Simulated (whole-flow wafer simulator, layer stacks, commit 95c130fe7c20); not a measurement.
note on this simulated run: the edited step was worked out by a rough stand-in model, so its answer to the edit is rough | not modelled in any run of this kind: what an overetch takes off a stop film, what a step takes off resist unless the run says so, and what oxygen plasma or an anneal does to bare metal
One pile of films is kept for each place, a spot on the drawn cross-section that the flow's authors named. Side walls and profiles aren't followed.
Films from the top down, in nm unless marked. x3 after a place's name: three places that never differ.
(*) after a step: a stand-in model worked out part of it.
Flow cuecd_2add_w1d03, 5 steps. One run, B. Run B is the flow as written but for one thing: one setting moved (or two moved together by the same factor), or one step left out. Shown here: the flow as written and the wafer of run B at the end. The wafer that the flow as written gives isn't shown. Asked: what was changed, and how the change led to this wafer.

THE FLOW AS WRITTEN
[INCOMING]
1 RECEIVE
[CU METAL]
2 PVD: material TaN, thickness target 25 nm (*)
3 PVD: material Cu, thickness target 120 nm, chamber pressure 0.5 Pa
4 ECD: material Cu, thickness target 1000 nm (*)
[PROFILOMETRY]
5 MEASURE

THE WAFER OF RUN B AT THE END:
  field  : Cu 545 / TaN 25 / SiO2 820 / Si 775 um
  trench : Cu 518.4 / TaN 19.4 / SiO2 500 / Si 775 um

The cause: step 4, ECD: thickness target 425 nm was run, where the flow has thickness target 1000 nm.

How the change led to this, step by step:
  4 ECD: material Cu, thickness target 1000 nm (*)
      field: Cu +425 (as written it would be: Cu +1000)
      trench: Cu +425 (as written it would be: Cu +1226.8)
